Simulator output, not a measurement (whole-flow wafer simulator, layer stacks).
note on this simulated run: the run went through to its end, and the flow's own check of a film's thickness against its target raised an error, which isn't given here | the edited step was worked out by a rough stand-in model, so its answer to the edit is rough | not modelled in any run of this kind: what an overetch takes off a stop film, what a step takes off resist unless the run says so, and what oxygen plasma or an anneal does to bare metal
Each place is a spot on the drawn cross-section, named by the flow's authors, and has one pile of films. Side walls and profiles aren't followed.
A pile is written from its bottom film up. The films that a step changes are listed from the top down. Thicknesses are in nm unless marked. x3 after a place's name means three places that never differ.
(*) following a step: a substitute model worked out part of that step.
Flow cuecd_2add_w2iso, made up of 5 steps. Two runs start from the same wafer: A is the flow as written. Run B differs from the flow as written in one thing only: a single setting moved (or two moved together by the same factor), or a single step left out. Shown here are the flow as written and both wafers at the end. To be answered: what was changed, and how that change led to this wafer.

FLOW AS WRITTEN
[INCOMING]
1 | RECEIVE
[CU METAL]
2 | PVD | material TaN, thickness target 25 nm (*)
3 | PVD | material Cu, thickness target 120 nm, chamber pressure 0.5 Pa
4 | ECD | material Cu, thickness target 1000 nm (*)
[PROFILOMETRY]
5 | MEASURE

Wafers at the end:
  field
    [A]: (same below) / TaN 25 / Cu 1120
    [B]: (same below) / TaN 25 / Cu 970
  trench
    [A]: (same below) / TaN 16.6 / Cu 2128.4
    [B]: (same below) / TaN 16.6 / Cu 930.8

What caused this: step 4, ECD: thickness target 850 nm was run, though the flow has thickness target 1000 nm.

How this came from the change, step by step:
  4 | ECD | material Cu, thickness target 1000 nm (*)
      field: A Cu gains 1000 | B Cu gains 850
      trench: A Cu gains 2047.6 | B Cu gains 850
